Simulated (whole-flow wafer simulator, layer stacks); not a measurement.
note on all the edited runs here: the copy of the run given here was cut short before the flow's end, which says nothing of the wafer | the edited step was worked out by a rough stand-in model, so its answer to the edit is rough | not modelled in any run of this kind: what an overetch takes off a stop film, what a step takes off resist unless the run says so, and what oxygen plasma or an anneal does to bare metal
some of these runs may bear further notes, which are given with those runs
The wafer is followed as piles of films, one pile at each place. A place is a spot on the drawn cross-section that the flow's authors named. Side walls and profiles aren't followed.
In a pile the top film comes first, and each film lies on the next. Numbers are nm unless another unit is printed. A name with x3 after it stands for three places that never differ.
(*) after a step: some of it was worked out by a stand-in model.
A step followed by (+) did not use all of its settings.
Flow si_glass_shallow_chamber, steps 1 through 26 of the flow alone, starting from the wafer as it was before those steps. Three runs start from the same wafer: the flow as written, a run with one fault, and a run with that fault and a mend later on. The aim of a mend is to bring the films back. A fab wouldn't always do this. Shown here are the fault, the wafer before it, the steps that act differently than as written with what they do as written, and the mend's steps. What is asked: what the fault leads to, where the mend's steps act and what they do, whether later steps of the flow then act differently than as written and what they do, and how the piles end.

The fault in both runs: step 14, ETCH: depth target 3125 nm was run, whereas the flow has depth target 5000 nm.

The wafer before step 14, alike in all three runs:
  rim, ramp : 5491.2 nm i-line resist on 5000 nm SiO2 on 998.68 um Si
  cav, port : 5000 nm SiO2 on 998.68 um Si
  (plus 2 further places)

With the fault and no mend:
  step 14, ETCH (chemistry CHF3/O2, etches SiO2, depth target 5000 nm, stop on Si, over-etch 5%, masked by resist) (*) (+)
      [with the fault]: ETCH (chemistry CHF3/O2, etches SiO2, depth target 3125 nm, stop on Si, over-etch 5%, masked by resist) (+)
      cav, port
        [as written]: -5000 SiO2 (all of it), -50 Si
        [with the fault]: -3281.2 SiO2
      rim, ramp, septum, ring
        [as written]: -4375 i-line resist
        [with the fault]: -2734.4 i-line resist
  Steps further on in the flow that do not act as written:
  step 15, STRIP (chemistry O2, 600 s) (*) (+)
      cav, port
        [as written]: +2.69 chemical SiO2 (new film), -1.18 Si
        [with the fault]: nothing
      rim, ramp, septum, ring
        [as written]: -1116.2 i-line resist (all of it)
        [with the fault]: -2756.8 i-line resist (all of it)
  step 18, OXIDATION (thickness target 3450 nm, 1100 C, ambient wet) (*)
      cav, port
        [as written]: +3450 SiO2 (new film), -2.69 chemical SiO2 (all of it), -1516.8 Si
        [with the fault]: +2165.9 SiO2, -953 Si
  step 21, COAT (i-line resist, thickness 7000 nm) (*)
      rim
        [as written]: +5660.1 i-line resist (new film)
        [with the fault]: +6024.7 i-line resist (new film)
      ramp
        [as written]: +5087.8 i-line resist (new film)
        [with the fault]: +5596.1 i-line resist (new film)
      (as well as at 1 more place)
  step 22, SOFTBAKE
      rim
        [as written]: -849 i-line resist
        [with the fault]: -643.6 i-line resist
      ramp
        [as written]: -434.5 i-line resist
        [with the fault]: -304.6 i-line resist
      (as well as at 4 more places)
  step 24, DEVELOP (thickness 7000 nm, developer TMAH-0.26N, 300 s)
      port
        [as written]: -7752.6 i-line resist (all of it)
        [with the fault]: -7575.8 i-line resist (all of it)
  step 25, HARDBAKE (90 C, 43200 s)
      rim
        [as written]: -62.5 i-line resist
        [with the fault]: -83.7 i-line resist
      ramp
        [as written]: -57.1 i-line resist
        [with the fault]: -80.2 i-line resist
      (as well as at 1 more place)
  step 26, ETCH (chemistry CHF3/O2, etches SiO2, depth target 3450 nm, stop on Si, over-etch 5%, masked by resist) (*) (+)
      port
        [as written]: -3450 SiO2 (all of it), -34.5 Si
        [with the fault]: -3622.5 SiO2
  By the end, the piles at rim, ramp, cav, port depart from the flow's by more than 2% or 0.5 nm, whichever is larger.
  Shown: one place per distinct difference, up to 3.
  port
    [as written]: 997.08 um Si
    [with the fault]: 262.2 nm SiO2 on 997.73 um Si
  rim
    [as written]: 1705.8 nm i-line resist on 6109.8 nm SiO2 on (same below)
    [with the fault]: 2254.6 nm i-line resist on 6109.8 nm SiO2 on (same below)
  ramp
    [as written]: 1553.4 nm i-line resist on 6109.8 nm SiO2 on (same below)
    [with the fault]: 2168.5 nm i-line resist on 6109.8 nm SiO2 on (same below)

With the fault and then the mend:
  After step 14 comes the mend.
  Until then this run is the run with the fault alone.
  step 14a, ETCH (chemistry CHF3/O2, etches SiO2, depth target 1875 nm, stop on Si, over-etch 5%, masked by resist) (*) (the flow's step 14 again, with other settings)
      rim, ramp, septum, ring
        -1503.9 i-line resist
      cav, port
        -1718.8 SiO2 (all of it), -50 Si
  Steps further on in the flow that do not act as written:
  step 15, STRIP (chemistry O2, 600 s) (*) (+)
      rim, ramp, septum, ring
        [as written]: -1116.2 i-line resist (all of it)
        [with the mend]: -1252.9 i-line resist (all of it)
  At every place that both follow, the piles at the end match the flow's.
